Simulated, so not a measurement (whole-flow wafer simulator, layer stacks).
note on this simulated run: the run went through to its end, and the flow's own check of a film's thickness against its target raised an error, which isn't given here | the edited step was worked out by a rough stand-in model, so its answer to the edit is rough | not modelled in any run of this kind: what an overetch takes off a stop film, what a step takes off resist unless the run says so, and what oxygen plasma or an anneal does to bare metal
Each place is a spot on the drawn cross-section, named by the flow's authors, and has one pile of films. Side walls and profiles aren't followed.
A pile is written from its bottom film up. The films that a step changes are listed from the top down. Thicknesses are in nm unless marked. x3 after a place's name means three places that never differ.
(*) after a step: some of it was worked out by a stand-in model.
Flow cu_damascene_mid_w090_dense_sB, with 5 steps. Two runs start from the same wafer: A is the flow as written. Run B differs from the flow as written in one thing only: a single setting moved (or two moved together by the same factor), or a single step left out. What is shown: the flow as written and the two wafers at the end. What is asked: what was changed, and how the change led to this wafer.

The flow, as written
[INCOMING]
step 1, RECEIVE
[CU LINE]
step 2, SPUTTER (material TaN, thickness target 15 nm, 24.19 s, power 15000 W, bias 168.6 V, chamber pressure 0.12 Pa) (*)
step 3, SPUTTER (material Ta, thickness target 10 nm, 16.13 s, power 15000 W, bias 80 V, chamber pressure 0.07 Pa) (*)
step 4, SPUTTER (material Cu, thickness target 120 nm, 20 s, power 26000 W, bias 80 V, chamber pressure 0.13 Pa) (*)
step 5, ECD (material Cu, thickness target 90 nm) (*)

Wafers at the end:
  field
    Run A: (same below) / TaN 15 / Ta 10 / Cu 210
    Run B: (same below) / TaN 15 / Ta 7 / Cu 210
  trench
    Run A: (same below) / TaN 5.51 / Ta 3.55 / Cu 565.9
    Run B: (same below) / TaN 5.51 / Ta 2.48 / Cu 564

Cause: step 3, SPUTTER: thickness target 7 nm was run, while the flow as written has thickness target 10 nm; step 3, SPUTTER: 11.29 s was run, where the flow has 16.13 s.
The wafer lets one read it off: field has Ta 7, and step 3 as written asks for 10 nm.

Step by step, how the change led to this:
  step 3, SPUTTER (material Ta, thickness target 10 nm, 16.13 s, power 15000 W, bias 80 V, chamber pressure 0.07 Pa) (*)
      field: A Ta gains 10 (new film) | B Ta gains 7 (new film)
      trench: A Ta gains 3.55 (new film) | B Ta gains 2.48 (new film)
